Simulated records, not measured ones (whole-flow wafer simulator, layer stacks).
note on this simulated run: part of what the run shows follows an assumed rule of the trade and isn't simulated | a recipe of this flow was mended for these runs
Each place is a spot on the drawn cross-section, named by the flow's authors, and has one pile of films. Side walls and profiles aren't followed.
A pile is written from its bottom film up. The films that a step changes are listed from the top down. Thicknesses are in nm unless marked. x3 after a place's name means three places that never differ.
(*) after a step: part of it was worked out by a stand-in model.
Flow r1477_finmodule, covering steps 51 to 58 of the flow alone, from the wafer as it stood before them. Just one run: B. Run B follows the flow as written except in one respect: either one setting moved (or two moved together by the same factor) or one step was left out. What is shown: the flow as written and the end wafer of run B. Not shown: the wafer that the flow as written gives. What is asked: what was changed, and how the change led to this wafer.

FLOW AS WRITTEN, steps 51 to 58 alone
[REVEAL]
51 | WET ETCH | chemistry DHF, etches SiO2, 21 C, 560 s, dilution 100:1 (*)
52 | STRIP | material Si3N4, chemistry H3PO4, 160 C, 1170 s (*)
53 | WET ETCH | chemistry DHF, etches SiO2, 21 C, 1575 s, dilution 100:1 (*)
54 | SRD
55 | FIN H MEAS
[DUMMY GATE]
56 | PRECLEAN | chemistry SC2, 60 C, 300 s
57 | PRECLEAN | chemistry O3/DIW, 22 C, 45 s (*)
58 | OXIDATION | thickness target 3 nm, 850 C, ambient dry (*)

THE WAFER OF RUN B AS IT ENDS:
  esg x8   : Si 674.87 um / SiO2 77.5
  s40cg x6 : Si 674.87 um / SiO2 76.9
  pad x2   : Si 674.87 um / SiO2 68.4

The reason: step 51, WET ETCH: 609 s was run, though the flow has 560 s.

Step by step, how the change led to this:
  51 | WET ETCH | chemistry DHF, etches SiO2, 21 C, 560 s, dilution 100:1 (*)
      esg x8, s40cg x6, s40sg x6: SiO2 loses 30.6 (it would be, as written: SiO2 loses 28.1)
      pad x2: SiO2 loses 33.1 (it would be, as written: SiO2 loses 30.5)
